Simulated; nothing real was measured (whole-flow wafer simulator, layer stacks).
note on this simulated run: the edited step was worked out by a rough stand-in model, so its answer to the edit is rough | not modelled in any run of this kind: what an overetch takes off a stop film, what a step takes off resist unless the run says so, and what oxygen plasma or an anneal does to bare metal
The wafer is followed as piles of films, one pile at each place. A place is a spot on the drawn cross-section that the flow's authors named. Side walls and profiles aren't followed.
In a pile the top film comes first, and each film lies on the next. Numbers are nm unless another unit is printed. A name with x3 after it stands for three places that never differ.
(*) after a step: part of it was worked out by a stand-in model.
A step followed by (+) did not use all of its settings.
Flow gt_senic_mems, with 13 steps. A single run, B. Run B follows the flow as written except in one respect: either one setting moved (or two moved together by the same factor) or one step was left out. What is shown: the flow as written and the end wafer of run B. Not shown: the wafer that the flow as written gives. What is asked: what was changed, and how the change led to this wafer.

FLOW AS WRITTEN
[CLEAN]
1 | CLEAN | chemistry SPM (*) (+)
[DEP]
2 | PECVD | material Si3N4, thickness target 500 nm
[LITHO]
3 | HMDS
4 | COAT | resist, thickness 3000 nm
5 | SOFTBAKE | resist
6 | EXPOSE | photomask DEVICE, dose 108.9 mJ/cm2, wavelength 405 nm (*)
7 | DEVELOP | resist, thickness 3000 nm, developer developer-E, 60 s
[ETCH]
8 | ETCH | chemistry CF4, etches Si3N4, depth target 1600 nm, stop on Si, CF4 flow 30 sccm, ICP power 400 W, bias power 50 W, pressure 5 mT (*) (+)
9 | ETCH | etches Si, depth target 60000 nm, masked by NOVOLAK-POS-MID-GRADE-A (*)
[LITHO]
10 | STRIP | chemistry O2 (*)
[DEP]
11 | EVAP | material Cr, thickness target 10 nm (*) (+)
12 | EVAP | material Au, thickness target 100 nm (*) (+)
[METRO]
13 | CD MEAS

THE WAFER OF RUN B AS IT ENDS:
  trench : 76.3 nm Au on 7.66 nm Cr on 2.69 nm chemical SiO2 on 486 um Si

What caused this: step 9, ETCH: depth target 39000 nm was run, though the flow has depth target 60000 nm.

How this came from the change, step by step:
  9 | ETCH | etches Si, depth target 60000 nm, masked by NOVOLAK-POS-MID-GRADE-A (*)
      field: -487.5 resist (as written it would have been: -750 resist)
      trench: -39 um Si (as written it would have been: -60 um Si)
  10 | STRIP | chemistry O2 (*)
      field: -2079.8 resist (all of it) (as written it would have been: -1817.3 resist (all of it))
  11 | EVAP | material Cr, thickness target 10 nm (*) (+)
      trench: +7.66 Cr (new film) (as written it would have been: +6.45 Cr (new film))
  12 | EVAP | material Au, thickness target 100 nm (*) (+)
      trench: +76.3 Au (new film) (as written it would have been: +64.1 Au (new film))
